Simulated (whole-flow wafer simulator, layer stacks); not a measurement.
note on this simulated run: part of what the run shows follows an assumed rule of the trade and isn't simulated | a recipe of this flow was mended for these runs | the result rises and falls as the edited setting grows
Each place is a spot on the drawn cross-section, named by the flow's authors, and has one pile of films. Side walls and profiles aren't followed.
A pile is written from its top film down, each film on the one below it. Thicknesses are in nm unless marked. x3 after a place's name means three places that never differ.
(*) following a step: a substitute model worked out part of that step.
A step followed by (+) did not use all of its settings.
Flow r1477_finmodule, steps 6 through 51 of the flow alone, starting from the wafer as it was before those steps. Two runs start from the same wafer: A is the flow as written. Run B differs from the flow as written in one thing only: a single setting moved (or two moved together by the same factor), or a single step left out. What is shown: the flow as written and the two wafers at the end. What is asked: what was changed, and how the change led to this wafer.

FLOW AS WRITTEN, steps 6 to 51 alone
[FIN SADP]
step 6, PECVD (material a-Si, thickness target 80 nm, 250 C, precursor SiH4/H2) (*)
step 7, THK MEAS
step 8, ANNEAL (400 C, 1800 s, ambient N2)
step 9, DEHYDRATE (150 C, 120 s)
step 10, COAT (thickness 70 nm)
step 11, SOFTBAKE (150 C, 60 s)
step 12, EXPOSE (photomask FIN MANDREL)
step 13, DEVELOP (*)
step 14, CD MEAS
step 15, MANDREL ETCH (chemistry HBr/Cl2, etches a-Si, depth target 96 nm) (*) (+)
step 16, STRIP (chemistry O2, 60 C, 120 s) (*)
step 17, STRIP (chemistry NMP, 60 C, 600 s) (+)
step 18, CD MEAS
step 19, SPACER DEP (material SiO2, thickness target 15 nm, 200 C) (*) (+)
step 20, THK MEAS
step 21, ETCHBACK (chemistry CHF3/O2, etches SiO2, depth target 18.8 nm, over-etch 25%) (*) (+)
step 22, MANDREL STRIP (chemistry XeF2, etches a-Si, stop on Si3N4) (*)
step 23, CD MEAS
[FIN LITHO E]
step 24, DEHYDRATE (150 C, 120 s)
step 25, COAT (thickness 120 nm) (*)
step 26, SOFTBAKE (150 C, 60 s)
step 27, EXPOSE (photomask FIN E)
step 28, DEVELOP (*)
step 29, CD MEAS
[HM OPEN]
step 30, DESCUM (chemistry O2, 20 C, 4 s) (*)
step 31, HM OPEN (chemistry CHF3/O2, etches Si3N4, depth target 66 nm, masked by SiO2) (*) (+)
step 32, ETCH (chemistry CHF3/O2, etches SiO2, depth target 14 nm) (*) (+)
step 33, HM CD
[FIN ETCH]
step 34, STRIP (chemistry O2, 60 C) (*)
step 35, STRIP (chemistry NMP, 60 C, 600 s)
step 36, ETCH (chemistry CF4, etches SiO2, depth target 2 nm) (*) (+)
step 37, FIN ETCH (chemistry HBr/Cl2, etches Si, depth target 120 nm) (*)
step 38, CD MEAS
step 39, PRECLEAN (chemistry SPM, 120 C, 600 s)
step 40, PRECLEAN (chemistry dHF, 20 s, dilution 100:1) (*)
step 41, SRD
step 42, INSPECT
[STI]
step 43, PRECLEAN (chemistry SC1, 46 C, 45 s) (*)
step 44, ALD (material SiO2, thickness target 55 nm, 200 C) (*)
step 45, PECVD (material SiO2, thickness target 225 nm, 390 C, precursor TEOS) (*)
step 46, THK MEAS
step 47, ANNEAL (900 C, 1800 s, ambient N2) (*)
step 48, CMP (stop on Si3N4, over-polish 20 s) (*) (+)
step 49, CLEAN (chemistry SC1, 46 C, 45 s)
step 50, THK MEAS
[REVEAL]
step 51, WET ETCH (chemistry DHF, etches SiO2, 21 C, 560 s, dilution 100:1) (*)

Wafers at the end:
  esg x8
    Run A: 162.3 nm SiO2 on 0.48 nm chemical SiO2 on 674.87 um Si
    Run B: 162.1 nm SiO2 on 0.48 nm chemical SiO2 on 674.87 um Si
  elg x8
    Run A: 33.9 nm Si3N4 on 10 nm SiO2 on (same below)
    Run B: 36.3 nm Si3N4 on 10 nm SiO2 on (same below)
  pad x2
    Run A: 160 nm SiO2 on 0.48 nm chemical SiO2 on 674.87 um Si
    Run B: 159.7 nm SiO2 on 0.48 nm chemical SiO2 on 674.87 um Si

The reason: step 21, ETCHBACK: depth target 16.1 nm was run, while the flow as written has depth target 18.8 nm.

The path from the change to this, step by step:
  step 21, ETCHBACK (chemistry CHF3/O2, etches SiO2, depth target 18.8 nm, over-etch 25%) (*) (+)
      s40cg x2, s45cg x2, s50cg x2: A -15 SiO2 (all of it), -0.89 chemical SiO2 (all of it), -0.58 a-Si | B -15 SiO2 (all of it), -0.89 chemical SiO2 (all of it)
      pad x2, elg x8, esg x8, s40sg x2, s45sg x2, s50sg x2: A -15 SiO2 (all of it), -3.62 Si3N4 | B -15 SiO2 (all of it), -1.01 Si3N4
  step 31, HM OPEN (chemistry CHF3/O2, etches Si3N4, depth target 66 nm, masked by SiO2) (*) (+)
      pad x2, esg x8, s40sg x2, s45sg x2, s50sg x2: A -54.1 Si3N4 (all of it), -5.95 SiO2 | B -56.7 Si3N4 (all of it), -4.65 SiO2
  step 32, ETCH (chemistry CHF3/O2, etches SiO2, depth target 14 nm) (*) (+)
      pad x2, esg x8, s40sg x2, s45sg x2, s50sg x2: A -4.05 SiO2 (all of it), -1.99 Si | B -5.35 SiO2 (all of it), -1.73 Si
  step 51, WET ETCH (chemistry DHF, etches SiO2, 21 C, 560 s, dilution 100:1) (*)
      elg x8: A -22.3 SiO2 (all of it), -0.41 Si3N4 | B -19.7 SiO2 (all of it), -0.54 Si3N4
